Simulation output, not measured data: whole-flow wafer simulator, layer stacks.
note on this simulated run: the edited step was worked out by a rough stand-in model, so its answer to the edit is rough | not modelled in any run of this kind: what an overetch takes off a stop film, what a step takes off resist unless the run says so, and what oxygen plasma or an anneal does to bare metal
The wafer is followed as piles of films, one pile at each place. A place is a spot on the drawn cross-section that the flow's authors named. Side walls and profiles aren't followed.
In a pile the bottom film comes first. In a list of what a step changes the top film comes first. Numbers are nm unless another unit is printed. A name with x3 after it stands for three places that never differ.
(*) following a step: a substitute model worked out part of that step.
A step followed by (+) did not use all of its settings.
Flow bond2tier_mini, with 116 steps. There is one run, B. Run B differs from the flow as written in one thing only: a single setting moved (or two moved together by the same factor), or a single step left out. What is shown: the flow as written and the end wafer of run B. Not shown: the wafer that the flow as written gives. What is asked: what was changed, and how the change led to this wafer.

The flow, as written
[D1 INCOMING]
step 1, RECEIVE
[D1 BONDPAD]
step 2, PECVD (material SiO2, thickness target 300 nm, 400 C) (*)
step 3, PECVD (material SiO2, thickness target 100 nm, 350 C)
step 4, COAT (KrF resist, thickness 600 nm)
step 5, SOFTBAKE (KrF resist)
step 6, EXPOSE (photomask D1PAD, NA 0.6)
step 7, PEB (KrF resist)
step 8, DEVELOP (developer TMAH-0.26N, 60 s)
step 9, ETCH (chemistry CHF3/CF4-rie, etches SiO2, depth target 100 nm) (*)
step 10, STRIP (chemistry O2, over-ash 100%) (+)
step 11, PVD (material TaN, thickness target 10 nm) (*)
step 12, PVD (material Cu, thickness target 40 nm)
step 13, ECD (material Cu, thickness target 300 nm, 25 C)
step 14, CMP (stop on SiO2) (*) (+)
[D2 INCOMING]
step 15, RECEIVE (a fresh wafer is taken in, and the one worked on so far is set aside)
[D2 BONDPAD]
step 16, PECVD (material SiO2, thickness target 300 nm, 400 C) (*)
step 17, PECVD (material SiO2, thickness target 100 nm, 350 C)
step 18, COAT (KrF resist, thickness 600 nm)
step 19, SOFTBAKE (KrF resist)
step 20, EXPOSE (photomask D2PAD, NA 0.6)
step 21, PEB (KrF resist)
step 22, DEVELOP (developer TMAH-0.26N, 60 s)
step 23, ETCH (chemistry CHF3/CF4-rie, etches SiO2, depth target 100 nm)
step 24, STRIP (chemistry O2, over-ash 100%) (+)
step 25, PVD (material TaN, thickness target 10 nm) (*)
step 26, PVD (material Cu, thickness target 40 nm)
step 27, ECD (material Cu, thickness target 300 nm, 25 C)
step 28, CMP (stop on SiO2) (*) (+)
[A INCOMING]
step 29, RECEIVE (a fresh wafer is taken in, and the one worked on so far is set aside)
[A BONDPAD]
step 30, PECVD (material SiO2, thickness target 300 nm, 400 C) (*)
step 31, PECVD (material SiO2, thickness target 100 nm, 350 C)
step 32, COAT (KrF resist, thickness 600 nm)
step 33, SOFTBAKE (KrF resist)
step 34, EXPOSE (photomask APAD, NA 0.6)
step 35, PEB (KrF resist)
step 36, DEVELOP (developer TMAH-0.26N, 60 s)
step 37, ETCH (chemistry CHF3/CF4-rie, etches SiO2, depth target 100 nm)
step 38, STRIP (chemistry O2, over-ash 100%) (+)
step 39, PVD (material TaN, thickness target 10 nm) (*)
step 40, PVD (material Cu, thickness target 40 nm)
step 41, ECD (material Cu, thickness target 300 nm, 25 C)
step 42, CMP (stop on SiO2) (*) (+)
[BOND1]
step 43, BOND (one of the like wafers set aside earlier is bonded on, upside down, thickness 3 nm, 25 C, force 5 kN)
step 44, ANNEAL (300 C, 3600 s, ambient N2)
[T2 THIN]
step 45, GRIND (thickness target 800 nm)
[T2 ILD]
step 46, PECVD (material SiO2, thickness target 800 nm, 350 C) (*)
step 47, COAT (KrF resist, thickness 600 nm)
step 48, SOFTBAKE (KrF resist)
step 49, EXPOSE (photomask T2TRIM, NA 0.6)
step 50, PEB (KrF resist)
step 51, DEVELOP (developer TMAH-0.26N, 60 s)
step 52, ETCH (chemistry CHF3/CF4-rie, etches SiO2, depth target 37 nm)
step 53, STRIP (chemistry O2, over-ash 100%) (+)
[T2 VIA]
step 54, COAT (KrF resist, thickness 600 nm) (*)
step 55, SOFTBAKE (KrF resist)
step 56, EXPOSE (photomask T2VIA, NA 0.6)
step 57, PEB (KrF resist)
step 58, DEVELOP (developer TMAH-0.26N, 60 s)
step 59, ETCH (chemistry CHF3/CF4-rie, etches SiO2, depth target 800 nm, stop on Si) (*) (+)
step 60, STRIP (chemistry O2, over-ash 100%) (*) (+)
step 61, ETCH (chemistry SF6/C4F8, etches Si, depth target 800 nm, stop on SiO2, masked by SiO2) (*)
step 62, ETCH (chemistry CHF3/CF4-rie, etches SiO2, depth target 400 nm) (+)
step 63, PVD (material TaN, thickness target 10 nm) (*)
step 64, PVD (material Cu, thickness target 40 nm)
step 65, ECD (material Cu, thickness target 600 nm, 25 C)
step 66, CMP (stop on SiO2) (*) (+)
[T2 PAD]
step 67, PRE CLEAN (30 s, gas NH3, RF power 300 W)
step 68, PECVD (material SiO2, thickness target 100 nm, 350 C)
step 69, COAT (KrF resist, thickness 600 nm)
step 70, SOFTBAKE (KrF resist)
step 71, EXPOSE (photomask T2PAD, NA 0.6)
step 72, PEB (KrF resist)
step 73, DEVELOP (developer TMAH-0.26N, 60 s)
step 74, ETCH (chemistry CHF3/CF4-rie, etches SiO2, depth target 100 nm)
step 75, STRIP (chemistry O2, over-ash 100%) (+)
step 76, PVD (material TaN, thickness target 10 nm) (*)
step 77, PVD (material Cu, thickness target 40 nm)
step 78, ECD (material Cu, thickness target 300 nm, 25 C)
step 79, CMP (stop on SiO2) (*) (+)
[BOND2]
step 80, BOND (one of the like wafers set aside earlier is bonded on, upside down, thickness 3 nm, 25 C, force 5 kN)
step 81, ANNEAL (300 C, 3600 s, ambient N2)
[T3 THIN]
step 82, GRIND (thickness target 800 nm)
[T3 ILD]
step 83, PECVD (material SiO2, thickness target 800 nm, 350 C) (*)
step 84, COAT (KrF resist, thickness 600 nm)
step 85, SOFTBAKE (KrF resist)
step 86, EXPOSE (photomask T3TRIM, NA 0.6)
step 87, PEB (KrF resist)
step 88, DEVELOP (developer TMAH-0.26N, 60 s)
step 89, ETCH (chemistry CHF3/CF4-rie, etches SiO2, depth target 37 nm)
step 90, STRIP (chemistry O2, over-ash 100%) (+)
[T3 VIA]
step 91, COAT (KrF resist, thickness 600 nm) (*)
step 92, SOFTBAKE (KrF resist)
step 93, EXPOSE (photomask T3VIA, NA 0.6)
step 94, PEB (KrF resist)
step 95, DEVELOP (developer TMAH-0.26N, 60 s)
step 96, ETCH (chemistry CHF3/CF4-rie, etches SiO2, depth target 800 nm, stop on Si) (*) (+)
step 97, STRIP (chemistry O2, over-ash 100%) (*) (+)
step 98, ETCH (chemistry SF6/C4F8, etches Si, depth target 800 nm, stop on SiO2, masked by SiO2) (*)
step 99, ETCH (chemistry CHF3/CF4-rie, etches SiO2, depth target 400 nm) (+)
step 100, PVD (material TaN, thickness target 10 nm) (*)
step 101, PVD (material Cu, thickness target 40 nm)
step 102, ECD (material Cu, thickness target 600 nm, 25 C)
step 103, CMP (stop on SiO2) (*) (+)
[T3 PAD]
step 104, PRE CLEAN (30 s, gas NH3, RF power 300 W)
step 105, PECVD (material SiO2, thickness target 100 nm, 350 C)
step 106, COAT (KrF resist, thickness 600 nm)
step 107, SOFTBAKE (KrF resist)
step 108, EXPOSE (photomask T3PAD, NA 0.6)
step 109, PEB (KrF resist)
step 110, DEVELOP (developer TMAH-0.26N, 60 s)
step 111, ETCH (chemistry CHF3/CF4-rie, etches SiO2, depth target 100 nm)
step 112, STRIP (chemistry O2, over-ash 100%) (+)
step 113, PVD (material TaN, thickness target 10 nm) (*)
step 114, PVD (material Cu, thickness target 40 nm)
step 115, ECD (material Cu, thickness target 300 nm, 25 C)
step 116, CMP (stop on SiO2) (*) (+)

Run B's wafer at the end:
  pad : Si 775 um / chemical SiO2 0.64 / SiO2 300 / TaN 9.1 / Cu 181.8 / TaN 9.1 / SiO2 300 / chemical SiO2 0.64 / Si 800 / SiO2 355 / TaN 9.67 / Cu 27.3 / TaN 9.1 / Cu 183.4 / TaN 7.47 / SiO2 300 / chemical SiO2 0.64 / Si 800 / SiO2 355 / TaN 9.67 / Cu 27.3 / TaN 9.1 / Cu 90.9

What caused this: step 25, PVD: thickness target 8.2 nm was run, whereas the flow has thickness target 10 nm.

Step by step, how the change led to this:
  step 25, PVD (material TaN, thickness target 10 nm) (*)
      field: +8.2 TaN (new film) (as written it would have been: +10 TaN (new film))
      pad: +7.47 TaN (new film) (as written it would have been: +9.1 TaN (new film))
      (also at 1 further place)
  step 28, CMP (stop on SiO2) (*) (+)
      field: -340 Cu (all of it), -8.2 TaN (all of it) (as written it would have been: -340 Cu (all of it), -10 TaN (all of it))
  step 80, BOND (one of the like wafers set aside earlier is bonded on, upside down, thickness 3 nm, 25 C, force 5 kN)
      pad: +775 um Si (new film), +0.64 chemical SiO2 (new film), +300 SiO2 (new film), +7.47 TaN (new film), +92.5 Cu (as written it would have been: +775 um Si (new film), +0.64 chemical SiO2 (new film), +300 SiO2 (new film), +9.1 TaN (new film), +90.9 Cu)
